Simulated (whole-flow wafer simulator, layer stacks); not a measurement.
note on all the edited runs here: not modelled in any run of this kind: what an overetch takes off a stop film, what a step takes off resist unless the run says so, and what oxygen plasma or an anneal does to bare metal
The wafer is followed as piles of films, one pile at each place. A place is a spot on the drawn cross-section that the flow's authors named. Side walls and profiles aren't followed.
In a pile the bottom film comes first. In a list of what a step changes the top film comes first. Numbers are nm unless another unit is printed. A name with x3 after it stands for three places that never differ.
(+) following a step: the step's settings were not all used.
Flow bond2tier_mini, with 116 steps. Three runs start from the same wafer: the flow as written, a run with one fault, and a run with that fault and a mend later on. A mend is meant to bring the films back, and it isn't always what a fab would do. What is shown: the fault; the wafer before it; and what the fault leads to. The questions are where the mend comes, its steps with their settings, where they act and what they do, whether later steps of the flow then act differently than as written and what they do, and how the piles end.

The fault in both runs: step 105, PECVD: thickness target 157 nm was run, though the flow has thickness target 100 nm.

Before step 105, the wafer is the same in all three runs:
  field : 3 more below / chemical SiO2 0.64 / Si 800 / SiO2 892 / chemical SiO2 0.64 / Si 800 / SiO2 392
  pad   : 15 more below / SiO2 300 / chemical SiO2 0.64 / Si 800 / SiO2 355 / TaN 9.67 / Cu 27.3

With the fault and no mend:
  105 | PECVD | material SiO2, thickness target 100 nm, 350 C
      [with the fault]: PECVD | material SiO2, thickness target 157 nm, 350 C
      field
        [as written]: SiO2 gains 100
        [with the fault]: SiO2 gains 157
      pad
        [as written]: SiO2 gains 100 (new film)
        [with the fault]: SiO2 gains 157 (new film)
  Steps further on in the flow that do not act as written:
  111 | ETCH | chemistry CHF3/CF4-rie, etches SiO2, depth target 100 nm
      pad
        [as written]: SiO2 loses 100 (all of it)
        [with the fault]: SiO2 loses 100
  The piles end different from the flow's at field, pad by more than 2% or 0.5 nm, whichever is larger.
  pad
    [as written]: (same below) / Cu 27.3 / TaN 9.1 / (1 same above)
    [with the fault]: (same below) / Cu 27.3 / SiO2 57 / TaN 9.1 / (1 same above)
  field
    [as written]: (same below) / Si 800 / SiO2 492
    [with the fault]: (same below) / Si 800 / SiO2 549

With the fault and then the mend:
  The mend stands after step 110.
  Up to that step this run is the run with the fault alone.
  110a | STRIP | chemistry O2, over-ash 100% (+)
      field
        KrF resist loses 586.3 (all of it)
  110b | ETCH | chemistry CHF3/CF4-rie, etches SiO2, depth target 57 nm (a further turn of the flow's step 62, with different settings)
      field, pad
        SiO2 loses 57
  110c | COAT | KrF resist, thickness 600 nm (a further turn of the flow's step 106)
      field, pad
        KrF resist gains 600 (new film)
  110d | SOFTBAKE | KrF resist (a further turn of the flow's step 107)
      does not change any film at any place that is followed
  110e | EXPOSE | photomask T3PAD, NA 0.6 (a further turn of the flow's step 108)
      does not change any film at any place that is followed
  110f | PEB | KrF resist (a further turn of the flow's step 109)
      does not change any film at any place that is followed
  110g | DEVELOP | developer TMAH-0.26N, 60 s (a further turn of the flow's step 110)
      field
        KrF resist loses 13.7
      pad
        KrF resist loses 600 (all of it)
  None of the later steps of the flow acts differently than as written at any place that is followed.
  At every place that both follow, the piles at the end match the flow's.
